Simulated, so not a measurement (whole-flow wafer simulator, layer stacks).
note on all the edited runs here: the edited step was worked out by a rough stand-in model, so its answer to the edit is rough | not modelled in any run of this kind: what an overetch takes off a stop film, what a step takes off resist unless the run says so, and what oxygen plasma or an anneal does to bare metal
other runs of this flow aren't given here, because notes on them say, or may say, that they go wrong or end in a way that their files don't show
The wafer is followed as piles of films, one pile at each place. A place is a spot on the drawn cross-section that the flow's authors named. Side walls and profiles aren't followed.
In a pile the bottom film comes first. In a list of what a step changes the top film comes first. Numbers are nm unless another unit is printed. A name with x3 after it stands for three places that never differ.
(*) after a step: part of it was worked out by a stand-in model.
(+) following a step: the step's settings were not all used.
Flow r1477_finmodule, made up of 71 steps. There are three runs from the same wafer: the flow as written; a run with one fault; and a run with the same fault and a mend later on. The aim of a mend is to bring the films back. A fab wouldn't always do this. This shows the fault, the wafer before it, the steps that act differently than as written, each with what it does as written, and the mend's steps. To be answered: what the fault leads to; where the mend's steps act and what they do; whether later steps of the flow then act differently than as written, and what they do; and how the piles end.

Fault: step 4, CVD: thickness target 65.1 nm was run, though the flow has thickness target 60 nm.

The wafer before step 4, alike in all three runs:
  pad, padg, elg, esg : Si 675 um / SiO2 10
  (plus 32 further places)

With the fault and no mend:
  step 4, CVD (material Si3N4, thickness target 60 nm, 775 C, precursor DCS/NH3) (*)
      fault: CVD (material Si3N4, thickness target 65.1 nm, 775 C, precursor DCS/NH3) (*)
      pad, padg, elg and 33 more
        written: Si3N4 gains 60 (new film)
        fault: Si3N4 gains 65.1 (new film)
  Later steps of the flow acting differently than as written (3 other steps are not shown; they differ only slightly, by no more than 2% or 0.5 nm, whichever is larger):
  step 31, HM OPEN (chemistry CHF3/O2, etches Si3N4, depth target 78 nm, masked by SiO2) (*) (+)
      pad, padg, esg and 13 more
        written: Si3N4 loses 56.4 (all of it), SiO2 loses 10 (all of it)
        fault: Si3N4 loses 61.5 (all of it), SiO2 loses 8.26
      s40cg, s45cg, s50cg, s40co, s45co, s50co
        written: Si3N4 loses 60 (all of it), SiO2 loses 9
        fault: Si3N4 loses 65.1 (all of it), SiO2 loses 6.45
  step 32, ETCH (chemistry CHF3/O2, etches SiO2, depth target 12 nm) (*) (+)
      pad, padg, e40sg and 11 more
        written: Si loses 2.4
        fault: SiO2 loses 1.74 (all of it), Si loses 2.05
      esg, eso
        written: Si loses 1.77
        fault: SiO2 loses 1.74 (all of it), Si loses 2.05
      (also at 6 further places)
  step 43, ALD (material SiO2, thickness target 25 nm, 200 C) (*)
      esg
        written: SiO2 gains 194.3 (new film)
        fault: SiO2 gains 199.6 (new film)
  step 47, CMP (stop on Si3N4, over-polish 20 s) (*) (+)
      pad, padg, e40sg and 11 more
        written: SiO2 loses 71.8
        fault: SiO2 loses 67
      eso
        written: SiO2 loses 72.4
        fault: SiO2 loses 67
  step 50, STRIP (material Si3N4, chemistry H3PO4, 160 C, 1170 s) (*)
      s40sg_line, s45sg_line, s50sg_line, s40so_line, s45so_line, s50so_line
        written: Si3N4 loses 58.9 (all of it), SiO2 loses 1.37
        fault: Si3N4 loses 64 (all of it), SiO2 loses 1.21
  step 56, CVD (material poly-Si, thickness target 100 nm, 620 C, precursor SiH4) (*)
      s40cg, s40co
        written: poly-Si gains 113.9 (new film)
        fault: poly-Si gains 108.8 (new film)
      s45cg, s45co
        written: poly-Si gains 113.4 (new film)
        fault: poly-Si gains 108.3 (new film)
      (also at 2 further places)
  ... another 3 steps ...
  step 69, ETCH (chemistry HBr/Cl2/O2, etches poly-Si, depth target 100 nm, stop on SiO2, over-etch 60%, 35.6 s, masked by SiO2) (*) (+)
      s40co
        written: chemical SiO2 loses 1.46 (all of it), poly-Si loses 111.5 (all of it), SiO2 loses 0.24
        fault: chemical SiO2 loses 1.46 (all of it), poly-Si loses 106.4 (all of it), SiO2 loses 0.27
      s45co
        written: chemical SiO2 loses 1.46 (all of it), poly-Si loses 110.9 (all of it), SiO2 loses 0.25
        fault: chemical SiO2 loses 1.46 (all of it), poly-Si loses 105.8 (all of it), SiO2 loses 0.27
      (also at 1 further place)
  By the end, the piles at pad, padg, elg and 27 more depart from the flow's by more than 2% or 0.5 nm, whichever is larger.
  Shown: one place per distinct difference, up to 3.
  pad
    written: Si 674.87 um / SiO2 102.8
    fault: Si 674.87 um / SiO2 107.6
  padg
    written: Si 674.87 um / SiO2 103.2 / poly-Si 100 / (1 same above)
    fault: Si 674.87 um / SiO2 108 / poly-Si 100 / (1 same above)
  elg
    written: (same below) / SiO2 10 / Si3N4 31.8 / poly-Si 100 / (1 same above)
    fault: (same below) / SiO2 10 / Si3N4 36.9 / poly-Si 100 / (1 same above)

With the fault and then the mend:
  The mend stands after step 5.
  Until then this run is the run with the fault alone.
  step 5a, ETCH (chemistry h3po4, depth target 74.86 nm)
      pad, padg, elg and 33 more
        Si3N4 loses 65.1 (all of it)
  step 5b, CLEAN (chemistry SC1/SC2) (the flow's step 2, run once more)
      leaves every film unchanged at each place that is followed
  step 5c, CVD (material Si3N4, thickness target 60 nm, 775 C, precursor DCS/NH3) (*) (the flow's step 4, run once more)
      pad, padg, elg and 33 more
        Si3N4 gains 60 (new film)
  Later steps of the flow that are run all act as written at every place that is followed.
  At every place that both follow, the piles at the end match the flow's.
